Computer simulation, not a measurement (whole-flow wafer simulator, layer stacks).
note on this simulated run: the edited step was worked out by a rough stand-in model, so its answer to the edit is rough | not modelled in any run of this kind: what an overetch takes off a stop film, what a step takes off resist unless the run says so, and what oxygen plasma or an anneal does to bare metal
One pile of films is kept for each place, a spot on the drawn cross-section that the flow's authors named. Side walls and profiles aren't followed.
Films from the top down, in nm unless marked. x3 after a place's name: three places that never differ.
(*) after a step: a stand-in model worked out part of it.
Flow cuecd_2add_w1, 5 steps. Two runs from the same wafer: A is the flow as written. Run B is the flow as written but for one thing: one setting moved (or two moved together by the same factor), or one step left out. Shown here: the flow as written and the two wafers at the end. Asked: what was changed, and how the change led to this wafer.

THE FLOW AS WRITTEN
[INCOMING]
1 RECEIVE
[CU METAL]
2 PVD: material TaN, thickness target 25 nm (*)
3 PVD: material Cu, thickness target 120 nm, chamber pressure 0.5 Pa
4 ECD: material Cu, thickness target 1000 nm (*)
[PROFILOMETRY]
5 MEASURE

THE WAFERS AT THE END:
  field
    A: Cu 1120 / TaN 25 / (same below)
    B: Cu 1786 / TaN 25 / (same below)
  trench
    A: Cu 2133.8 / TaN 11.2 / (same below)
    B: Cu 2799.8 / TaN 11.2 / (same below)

The cause: step 4, ECD: thickness target 1666 nm was run, where the flow has thickness target 1000 nm.

How the change led to this, step by step:
  4 ECD: material Cu, thickness target 1000 nm (*)
      field: A Cu +1000 | B Cu +1666
      trench: A Cu +2080.2 | B Cu +2746.2
